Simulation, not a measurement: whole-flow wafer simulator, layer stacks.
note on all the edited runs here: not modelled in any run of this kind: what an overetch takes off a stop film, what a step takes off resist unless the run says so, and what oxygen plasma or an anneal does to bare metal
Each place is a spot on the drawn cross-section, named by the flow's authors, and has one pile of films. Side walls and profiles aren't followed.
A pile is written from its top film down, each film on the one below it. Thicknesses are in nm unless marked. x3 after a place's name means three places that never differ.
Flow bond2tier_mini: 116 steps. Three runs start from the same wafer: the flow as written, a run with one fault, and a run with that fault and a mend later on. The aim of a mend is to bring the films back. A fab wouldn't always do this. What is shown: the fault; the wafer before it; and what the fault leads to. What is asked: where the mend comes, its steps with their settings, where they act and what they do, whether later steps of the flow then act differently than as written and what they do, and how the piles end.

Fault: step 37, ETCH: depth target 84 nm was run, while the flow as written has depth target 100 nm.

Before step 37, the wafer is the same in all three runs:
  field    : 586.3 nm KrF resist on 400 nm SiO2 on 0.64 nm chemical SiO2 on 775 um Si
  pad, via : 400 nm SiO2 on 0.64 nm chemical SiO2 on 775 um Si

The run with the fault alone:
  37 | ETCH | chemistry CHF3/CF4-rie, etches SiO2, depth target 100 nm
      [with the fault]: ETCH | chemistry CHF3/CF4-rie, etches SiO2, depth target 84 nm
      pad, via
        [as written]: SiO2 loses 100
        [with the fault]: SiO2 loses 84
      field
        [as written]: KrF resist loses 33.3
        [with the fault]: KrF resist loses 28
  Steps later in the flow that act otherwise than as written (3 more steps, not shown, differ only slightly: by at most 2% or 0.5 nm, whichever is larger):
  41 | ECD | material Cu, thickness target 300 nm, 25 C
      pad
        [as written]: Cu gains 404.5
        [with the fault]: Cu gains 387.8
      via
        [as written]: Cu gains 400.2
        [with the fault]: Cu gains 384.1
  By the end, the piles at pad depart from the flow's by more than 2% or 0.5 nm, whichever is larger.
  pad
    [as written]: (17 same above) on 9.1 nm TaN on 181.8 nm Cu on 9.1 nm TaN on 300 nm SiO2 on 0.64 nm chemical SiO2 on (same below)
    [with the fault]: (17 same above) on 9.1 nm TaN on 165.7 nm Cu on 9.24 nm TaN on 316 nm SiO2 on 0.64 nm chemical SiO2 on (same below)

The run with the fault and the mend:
  After step 37 comes the mend.
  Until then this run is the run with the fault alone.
  37a | ETCH | chemistry CHF3/CF4-rie, etches SiO2, depth target 16 nm (a further turn of the flow's step 37, with different settings)
      pad, via
        SiO2 loses 16
      field
        KrF resist loses 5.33
  Every later step of the flow that is run acts as written at every place that is followed.
  By the end, the piles equal the flow's at every place that both follow.
